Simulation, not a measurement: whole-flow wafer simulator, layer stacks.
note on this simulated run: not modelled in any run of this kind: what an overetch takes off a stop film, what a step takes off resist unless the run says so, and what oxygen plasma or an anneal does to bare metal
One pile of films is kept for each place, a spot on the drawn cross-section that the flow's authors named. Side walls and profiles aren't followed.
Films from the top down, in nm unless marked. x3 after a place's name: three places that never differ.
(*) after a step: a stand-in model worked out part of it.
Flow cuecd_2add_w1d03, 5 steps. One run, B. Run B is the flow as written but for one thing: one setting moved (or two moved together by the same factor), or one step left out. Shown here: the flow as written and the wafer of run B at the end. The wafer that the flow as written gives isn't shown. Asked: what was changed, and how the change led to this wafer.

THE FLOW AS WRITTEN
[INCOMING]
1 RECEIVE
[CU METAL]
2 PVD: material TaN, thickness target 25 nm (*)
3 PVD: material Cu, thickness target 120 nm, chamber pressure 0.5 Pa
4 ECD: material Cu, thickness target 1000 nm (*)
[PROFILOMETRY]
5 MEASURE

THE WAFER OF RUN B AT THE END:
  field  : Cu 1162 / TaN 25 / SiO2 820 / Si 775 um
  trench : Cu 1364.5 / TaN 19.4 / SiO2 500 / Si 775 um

The cause: step 3, PVD: thickness target 162 nm was run, where the flow has thickness target 120 nm.

How the change led to this, step by step:
  3 PVD: material Cu, thickness target 120 nm, chamber pressure 0.5 Pa
      field: Cu +162 (new film) (as written it would be: Cu +120 (new film))
      trench: Cu +126.1 (new film) (as written it would be: Cu +93.4 (new film))
